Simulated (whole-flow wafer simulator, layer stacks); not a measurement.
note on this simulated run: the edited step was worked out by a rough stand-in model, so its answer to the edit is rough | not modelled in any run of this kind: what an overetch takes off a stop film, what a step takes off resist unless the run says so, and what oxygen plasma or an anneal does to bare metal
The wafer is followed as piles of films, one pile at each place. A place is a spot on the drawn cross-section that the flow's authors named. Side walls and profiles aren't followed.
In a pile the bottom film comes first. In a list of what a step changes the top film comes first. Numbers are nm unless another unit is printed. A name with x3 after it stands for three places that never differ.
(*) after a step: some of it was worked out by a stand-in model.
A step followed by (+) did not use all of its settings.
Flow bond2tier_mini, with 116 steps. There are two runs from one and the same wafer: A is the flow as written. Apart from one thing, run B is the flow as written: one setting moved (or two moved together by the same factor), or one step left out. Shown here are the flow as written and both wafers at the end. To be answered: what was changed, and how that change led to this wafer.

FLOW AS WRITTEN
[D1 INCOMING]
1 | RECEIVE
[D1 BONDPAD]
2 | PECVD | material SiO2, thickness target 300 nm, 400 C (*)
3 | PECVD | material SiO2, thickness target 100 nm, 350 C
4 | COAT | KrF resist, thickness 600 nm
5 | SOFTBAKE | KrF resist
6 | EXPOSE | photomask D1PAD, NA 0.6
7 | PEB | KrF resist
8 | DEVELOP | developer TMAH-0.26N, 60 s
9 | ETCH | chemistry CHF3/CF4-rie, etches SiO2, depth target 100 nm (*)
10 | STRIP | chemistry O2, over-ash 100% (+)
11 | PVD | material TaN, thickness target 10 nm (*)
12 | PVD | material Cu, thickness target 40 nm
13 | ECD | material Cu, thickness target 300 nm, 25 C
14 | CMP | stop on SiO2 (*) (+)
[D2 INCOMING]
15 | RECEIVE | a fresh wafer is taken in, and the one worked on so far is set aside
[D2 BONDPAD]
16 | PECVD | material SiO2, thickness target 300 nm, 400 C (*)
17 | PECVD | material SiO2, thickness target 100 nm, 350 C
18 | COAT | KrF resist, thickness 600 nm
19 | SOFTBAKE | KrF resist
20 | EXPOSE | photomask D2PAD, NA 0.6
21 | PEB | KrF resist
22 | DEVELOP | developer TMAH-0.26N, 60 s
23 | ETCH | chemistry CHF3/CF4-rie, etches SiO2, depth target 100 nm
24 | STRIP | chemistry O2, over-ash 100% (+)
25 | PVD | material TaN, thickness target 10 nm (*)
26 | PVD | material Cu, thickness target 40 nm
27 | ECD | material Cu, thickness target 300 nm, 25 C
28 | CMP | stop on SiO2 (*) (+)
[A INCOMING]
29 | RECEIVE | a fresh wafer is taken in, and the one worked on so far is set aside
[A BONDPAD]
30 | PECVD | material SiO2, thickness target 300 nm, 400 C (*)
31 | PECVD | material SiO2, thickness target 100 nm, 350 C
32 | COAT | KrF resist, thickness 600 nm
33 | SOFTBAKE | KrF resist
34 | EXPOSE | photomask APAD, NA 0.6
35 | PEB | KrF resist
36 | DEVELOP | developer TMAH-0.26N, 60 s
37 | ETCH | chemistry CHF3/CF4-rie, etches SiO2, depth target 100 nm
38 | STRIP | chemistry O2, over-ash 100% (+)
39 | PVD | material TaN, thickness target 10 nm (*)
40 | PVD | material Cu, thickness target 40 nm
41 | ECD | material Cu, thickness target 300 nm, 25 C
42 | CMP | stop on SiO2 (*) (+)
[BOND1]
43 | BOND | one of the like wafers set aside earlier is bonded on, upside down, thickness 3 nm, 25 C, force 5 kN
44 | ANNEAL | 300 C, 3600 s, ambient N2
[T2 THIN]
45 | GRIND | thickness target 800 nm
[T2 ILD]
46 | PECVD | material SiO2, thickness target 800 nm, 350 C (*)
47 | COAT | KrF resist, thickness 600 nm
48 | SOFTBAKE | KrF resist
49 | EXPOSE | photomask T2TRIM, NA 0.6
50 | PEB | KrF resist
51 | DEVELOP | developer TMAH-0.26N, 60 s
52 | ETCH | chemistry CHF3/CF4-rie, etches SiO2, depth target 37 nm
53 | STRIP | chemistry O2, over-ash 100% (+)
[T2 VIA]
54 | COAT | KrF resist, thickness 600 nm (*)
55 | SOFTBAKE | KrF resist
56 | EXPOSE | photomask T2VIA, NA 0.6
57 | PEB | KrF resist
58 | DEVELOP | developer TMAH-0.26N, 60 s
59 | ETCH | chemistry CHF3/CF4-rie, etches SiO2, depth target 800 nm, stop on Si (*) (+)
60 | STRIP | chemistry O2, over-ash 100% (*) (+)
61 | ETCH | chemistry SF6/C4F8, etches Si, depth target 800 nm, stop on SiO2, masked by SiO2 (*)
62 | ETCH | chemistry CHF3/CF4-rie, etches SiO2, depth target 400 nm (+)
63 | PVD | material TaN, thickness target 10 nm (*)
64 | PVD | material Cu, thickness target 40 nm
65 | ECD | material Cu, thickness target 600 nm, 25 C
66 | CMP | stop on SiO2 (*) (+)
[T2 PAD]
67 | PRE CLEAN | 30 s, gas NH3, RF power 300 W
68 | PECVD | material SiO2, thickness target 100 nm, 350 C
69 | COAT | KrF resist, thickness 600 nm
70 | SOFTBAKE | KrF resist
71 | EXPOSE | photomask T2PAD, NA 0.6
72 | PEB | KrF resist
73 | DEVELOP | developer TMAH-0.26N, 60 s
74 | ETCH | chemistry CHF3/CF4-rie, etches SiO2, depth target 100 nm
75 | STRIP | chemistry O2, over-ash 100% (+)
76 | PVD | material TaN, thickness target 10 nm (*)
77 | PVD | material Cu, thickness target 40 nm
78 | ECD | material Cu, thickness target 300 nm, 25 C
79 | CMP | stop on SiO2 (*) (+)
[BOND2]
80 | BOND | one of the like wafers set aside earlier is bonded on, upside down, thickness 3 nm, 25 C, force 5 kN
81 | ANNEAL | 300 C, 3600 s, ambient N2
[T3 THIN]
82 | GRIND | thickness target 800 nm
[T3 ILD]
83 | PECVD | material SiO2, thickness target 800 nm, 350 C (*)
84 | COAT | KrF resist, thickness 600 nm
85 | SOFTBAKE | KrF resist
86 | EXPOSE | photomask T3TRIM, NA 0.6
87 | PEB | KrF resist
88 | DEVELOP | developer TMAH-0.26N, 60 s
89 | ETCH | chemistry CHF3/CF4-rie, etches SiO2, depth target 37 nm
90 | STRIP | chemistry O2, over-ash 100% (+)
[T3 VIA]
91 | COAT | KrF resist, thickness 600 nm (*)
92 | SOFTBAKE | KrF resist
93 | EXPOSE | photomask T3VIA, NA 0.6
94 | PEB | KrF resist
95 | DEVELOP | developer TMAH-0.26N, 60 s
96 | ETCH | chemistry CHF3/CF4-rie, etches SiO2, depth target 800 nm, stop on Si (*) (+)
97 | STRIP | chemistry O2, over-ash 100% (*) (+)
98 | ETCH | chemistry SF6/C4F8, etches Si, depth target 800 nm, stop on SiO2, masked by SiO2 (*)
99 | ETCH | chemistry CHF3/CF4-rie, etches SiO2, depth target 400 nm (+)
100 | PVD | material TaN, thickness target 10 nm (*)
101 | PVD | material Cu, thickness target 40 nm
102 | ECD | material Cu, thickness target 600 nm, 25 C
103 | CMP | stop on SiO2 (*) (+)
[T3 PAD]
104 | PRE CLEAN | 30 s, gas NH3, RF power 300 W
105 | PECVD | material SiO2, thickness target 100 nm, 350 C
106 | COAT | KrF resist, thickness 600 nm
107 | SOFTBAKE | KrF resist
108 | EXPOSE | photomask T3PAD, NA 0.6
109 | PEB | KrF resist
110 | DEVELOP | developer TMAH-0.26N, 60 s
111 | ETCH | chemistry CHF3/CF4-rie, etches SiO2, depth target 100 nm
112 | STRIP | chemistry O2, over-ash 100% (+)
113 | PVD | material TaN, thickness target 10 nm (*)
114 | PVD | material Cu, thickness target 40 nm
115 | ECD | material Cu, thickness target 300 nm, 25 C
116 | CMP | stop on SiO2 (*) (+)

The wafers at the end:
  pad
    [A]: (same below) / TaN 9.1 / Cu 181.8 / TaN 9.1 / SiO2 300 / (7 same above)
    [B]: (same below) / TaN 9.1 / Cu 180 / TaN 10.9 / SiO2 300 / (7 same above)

Cause: step 25, PVD: thickness target 12 nm was run, whereas the flow has thickness target 10 nm.

Step by step, how the change led to this:
  25 | PVD | material TaN, thickness target 10 nm (*)
      field: A +10 TaN (new film) | B +12 TaN (new film)
      pad: A +9.1 TaN (new film) | B +10.9 TaN (new film)
      (and at 1 other place as well)
  28 | CMP | stop on SiO2 (*) (+)
      field: A -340 Cu (all of it), -10 TaN (all of it) | B -340 Cu (all of it), -12 TaN (all of it)
  80 | BOND | one of the like wafers set aside earlier is bonded on, upside down, thickness 3 nm, 25 C, force 5 kN
      pad: A +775 um Si (new film), +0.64 chemical SiO2 (new film), +300 SiO2 (new film), +9.1 TaN (new film), +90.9 Cu | B +775 um Si (new film), +0.64 chemical SiO2 (new film), +300 SiO2 (new film), +10.9 TaN (new film), +89.1 Cu
